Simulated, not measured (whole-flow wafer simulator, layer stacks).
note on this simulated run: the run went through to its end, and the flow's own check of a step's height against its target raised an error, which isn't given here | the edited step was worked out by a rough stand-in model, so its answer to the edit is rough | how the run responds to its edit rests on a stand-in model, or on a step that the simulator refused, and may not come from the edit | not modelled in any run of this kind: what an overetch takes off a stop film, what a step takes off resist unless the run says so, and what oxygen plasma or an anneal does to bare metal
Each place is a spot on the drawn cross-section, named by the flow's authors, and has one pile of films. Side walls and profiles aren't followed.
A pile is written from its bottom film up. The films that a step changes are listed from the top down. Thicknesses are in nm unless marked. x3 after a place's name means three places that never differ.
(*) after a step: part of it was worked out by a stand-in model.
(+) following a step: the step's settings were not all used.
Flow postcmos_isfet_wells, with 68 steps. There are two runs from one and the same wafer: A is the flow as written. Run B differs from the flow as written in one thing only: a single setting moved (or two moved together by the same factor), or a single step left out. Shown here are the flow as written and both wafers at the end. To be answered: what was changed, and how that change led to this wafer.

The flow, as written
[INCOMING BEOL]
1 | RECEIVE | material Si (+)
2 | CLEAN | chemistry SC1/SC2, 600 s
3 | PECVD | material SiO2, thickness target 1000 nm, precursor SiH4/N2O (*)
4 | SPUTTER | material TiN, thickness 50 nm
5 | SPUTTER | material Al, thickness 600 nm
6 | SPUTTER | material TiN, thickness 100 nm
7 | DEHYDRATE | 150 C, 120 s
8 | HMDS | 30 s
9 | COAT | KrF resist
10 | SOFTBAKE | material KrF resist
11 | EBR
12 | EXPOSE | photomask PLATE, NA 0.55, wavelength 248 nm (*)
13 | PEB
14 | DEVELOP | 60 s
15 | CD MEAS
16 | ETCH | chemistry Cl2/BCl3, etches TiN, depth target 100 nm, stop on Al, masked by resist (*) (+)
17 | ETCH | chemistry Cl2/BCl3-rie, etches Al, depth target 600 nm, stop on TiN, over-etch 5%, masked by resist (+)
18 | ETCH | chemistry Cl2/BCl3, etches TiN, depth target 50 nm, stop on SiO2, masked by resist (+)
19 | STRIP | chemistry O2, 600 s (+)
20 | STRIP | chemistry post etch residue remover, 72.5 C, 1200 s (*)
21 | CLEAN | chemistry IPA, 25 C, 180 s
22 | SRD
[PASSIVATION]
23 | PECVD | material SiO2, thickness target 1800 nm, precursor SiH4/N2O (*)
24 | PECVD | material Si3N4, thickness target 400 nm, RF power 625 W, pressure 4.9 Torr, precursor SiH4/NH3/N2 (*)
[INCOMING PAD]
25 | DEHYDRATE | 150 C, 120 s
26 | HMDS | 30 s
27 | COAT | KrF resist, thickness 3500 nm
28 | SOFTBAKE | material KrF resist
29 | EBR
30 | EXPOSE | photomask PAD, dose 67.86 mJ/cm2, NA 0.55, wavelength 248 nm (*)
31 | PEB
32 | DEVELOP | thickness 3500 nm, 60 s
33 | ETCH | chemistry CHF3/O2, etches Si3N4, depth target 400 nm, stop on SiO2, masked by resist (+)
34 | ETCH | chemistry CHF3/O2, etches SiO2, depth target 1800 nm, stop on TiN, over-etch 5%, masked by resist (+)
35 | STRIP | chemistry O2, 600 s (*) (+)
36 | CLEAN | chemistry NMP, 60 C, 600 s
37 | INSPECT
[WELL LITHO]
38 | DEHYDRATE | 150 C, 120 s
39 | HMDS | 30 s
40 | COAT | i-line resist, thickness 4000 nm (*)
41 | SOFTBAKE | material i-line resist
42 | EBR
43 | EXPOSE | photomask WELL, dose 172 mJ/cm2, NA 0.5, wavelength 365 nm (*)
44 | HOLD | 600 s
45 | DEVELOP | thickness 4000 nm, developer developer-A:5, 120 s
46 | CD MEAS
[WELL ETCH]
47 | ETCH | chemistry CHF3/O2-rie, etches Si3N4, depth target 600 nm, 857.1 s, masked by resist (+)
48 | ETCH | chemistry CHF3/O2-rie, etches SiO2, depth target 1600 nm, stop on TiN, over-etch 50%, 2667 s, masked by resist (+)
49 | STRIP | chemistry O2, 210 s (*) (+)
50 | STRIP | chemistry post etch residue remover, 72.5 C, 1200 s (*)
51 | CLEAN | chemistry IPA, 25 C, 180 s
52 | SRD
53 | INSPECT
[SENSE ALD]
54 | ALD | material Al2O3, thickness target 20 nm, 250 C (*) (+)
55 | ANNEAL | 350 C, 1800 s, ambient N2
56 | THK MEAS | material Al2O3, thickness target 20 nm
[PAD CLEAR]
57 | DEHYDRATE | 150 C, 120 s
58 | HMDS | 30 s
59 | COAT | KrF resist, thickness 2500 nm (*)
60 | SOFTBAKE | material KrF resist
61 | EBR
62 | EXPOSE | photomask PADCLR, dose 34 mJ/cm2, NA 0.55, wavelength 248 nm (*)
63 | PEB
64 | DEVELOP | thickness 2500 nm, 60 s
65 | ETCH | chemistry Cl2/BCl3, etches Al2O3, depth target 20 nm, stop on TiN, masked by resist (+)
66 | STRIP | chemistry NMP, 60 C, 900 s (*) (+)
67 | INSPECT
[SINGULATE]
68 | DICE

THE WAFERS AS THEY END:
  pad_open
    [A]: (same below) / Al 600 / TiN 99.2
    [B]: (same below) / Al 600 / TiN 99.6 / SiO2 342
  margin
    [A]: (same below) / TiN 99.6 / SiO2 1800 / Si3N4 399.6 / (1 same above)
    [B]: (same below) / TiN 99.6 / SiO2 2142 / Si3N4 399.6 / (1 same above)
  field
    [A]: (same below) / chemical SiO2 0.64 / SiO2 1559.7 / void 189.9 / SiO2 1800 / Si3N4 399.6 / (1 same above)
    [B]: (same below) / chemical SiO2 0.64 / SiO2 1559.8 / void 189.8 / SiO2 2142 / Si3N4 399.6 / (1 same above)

What caused this: step 23, PECVD: thickness target 2142 nm was run, whereas the flow has thickness target 1800 nm.
The wafer itself shows it: margin has SiO2 2142, and step 23 as written asks for 1800 nm.

How this came from the change, step by step:
  23 | PECVD | material SiO2, thickness target 1800 nm, precursor SiH4/N2O (*)
      margin, well900, well1300 x3, pad_rim, pad_clr, pad_open: A +1800 SiO2 (new film) | B +2142 SiO2 (new film)
      field: A +1800 SiO2 (new film), +189.9 void (new film), +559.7 SiO2 | B +2142 SiO2 (new film), +189.8 void (new film), +559.8 SiO2
  34 | ETCH | chemistry CHF3/O2, etches SiO2, depth target 1800 nm, stop on TiN, over-etch 5%, masked by resist (+)
      pad_open: A -1800 SiO2 (all of it) | B -1800 SiO2
  48 | ETCH | chemistry CHF3/O2-rie, etches SiO2, depth target 1600 nm, stop on TiN, over-etch 50%, 2667 s, masked by resist (+)
      well900, well1300 x3: A -1600 SiO2 (all of it) | B -1942 SiO2 (all of it)
  59 | COAT | KrF resist, thickness 2500 nm (*)
      field: A +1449 KrF resist (new film) | B +1285.6 KrF resist (new film)
      margin: A +1448.9 KrF resist (new film) | B +1285.5 KrF resist (new film)
  63 | PEB
      field, margin: A -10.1 KrF resist | B -8.93 KrF resist
  66 | STRIP | chemistry NMP, 60 C, 900 s (*) (+)
      field: A -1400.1 KrF resist (all of it) | B -1237.9 KrF resist (all of it)
      margin: A -1400.1 KrF resist (all of it) | B -1237.8 KrF resist (all of it)
